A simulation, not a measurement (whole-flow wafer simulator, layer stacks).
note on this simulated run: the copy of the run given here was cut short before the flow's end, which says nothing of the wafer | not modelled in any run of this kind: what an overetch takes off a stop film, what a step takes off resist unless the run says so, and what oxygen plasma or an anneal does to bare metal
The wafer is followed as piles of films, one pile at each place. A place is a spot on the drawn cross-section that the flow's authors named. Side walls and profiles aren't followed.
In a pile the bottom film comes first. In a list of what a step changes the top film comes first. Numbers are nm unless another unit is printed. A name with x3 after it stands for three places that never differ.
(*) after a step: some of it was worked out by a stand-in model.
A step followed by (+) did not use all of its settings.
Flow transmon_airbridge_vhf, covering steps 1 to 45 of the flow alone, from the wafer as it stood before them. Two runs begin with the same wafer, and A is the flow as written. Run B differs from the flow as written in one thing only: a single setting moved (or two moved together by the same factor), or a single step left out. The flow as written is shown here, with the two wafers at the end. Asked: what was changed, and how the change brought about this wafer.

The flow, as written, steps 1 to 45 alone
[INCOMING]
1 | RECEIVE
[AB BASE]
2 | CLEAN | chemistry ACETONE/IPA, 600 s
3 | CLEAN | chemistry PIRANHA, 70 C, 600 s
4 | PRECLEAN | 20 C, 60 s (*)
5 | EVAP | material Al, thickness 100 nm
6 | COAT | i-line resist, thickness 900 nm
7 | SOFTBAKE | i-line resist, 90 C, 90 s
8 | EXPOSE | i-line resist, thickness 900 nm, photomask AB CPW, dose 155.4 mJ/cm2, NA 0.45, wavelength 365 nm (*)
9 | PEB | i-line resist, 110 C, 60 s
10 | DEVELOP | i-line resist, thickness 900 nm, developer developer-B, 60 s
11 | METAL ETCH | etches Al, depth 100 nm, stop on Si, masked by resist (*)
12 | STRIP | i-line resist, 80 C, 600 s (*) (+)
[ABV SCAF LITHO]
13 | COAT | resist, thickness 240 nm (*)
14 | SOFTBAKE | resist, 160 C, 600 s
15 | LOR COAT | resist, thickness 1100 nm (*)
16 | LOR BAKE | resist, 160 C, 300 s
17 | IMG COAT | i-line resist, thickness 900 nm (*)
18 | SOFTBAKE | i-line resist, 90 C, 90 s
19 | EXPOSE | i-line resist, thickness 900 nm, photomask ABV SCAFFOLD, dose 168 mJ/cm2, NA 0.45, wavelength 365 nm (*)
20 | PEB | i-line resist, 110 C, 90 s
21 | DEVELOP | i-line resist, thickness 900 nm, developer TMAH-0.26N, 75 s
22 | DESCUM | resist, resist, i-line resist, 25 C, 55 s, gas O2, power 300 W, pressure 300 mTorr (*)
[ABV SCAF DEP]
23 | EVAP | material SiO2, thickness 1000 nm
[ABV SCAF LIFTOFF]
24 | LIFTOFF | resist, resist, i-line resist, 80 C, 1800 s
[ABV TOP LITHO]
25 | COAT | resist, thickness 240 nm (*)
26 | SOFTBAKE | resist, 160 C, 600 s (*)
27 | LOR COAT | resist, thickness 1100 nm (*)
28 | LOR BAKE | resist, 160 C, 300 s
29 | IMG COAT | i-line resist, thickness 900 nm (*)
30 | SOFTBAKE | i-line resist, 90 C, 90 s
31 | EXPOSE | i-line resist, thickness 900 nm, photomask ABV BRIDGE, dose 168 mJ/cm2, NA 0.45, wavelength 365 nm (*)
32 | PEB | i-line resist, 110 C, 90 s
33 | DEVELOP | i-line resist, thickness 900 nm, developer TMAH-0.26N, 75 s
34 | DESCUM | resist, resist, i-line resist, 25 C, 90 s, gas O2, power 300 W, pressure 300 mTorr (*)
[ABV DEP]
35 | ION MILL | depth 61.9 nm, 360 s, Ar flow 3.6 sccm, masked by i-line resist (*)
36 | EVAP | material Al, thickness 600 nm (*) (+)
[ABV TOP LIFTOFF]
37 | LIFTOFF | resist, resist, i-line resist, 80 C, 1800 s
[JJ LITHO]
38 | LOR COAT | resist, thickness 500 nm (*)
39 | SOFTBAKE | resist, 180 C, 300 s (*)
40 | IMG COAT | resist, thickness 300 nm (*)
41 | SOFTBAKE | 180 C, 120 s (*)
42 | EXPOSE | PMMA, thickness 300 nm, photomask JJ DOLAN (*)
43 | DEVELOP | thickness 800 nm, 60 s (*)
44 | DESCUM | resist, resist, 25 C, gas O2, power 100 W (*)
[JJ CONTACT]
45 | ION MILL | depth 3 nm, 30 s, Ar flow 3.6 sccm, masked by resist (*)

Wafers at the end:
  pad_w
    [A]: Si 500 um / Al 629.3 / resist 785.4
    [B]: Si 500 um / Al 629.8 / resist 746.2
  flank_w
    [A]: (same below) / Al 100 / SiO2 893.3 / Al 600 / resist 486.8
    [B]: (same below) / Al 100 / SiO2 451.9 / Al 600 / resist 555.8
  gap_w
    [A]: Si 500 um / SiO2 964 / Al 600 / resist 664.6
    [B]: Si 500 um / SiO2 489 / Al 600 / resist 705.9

The reason: step 23, EVAP: thickness 525 nm was run, while the flow as written has thickness 1000 nm.

How this came from the change, step by step:
  23 | EVAP | material SiO2, thickness 1000 nm
      field x3, jj_line, ground_far and 10 more: A +1000 SiO2 (new film) | B +525 SiO2 (new film)
      flank_w, flank_e: A +929.3 SiO2 (new film) | B +487.9 SiO2 (new film)
  24 | LIFTOFF | resist, resist, i-line resist, 80 C, 1800 s
      field x3, jj_line, trace_open_s x2: A -1000 SiO2 (all of it), -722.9 i-line resist (all of it), -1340 resist (all of it) | B -525 SiO2 (all of it), -722.9 i-line resist (all of it), -1340 resist (all of it)
      pad_w, pad_e: A -1000 SiO2 (all of it), -718 i-line resist (all of it), -1330.2 resist (all of it) | B -525 SiO2 (all of it), -718 i-line resist (all of it), -1330.2 resist (all of it)
      (and at 1 other place as well)
  25 | COAT | resist, thickness 240 nm (*)
      flank_w, flank_e: A +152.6 resist (new film) | B +169.8 resist (new film)
      gap_w, gap_e: A +210.7 resist (new film) | B +230.7 resist (new film)
      (and at 6 other places as well)
  27 | LOR COAT | resist, thickness 1100 nm (*)
      gap_w, gap_e: A +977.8 resist | B +1045.2 resist
      margin_s, margin_n: A +823.4 resist | B +944.6 resist
      (and at 6 other places as well)
  29 | IMG COAT | i-line resist, thickness 900 nm (*)
      gap_w, gap_e: A +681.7 i-line resist (new film) | B +798.2 i-line resist (new film)
      margin_s, margin_n: A +603.2 i-line resist (new film) | B +752.1 i-line resist (new film)
      (and at 7 other places as well)
  32 | PEB | i-line resist, 110 C, 90 s
      pad_w, pad_e: A -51 i-line resist | B -48.6 i-line resist
      flank_w, flank_e: A -38.3 i-line resist | B -42.9 i-line resist
      (and at 7 other places as well)
  33 | DEVELOP | i-line resist, thickness 900 nm, developer TMAH-0.26N, 75 s
      gap_w, gap_e: A -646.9 i-line resist (all of it), -977.8 resist | B -757.3 i-line resist (all of it), -1045.2 resist
      pad_w: A -937.2 i-line resist (all of it), -1247.8 resist | B -895.8 i-line resist (all of it), -1173 resist
      (and at 5 other places as well)
  34 | DESCUM | resist, resist, i-line resist, 25 C, 90 s, gas O2, power 300 W, pressure 300 mTorr (*)
      flank_w, flank_e: A -152.6 resist (all of it) | B -169.8 resist (all of it)
      gap_w, gap_e: A -210.7 resist (all of it) | B -230.7 resist (all of it)
      (and at 4 other places as well)
  37 | LIFTOFF | resist, resist, i-line resist, 80 C, 1800 s
      margin_s, margin_n: A -600 Al (all of it), -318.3 i-line resist (all of it), -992 resist (all of it) | B -600 Al (all of it), -459.5 i-line resist (all of it), -1140.4 resist (all of it)
      ground_far: A -600 Al (all of it), -717.9 i-line resist (all of it), -1384.9 resist (all of it) | B -600 Al (all of it), -658.6 i-line resist (all of it), -1366.9 resist (all of it)
  38 | LOR COAT | resist, thickness 500 nm (*)
      pad_w, pad_e: A +517 resist (new film) | B +490.4 resist (new film)
      flank_w, flank_e: A +306.5 resist (new film) | B +363 resist (new film)
      (and at 6 other places as well)
  40 | IMG COAT | resist, thickness 300 nm (*)
      pad_w, pad_e: A +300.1 resist | B +287.6 resist
      flank_w, flank_e: A +212.1 resist | B +224.5 resist
      (and at 6 other places as well)
